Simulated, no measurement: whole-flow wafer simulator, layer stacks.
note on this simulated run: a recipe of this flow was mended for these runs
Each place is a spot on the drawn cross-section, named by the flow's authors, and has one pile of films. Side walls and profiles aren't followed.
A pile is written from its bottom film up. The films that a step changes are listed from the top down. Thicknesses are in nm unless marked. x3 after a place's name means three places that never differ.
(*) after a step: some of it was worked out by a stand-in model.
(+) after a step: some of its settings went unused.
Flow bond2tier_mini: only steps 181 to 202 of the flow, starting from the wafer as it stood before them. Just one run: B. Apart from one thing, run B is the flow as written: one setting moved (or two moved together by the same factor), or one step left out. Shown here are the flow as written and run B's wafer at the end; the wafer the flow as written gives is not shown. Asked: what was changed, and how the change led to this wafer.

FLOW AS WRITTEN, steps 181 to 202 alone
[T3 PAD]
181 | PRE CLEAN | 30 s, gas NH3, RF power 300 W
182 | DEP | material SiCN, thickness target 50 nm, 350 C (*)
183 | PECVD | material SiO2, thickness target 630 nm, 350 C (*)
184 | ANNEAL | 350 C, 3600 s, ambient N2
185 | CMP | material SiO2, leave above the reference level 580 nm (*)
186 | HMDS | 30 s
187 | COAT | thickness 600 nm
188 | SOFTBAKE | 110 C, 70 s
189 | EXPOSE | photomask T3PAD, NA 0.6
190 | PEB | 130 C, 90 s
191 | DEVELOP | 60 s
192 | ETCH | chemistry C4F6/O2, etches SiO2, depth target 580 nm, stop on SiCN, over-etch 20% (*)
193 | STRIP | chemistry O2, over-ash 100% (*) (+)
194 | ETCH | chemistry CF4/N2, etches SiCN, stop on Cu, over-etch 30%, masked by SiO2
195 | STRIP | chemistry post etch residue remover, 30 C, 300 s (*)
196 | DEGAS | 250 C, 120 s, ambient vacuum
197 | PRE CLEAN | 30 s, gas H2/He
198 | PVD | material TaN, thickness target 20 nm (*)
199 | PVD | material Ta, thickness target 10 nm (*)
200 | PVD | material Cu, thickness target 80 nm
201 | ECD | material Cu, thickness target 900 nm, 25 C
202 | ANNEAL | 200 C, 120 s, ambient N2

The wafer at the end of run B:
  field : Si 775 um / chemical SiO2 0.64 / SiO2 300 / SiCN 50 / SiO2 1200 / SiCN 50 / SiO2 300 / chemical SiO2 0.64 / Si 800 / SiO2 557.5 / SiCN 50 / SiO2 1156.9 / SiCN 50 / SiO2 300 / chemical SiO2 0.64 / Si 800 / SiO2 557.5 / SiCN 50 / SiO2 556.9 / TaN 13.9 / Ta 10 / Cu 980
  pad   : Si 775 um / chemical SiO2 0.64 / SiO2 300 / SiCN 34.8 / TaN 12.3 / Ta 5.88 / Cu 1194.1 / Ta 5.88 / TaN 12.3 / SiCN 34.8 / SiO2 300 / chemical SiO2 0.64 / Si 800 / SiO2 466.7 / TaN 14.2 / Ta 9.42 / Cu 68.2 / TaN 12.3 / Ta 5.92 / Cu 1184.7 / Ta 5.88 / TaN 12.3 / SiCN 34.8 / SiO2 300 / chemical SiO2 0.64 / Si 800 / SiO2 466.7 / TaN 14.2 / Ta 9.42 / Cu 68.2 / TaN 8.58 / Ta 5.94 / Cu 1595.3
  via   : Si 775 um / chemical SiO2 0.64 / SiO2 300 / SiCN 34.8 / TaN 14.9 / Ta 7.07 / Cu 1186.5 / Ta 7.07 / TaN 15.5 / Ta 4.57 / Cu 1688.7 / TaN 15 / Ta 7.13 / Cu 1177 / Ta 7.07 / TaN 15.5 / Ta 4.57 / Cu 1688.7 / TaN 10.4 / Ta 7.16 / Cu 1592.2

The reason: step 198, PVD: thickness target 13.9 nm was run, whereas the flow has thickness target 20 nm.
The wafer lets one read it off: field has TaN 13.9, and step 198 as written asks for 20 nm.

Step by step, how the change led to this:
  198 | PVD | material TaN, thickness target 20 nm (*)
      field: TaN gains 13.9 (new film) (it would be, as written: TaN gains 20 (new film))
      pad: TaN gains 8.58 (new film) (it would be, as written: TaN gains 12.3 (new film))
      (also at 1 further place)
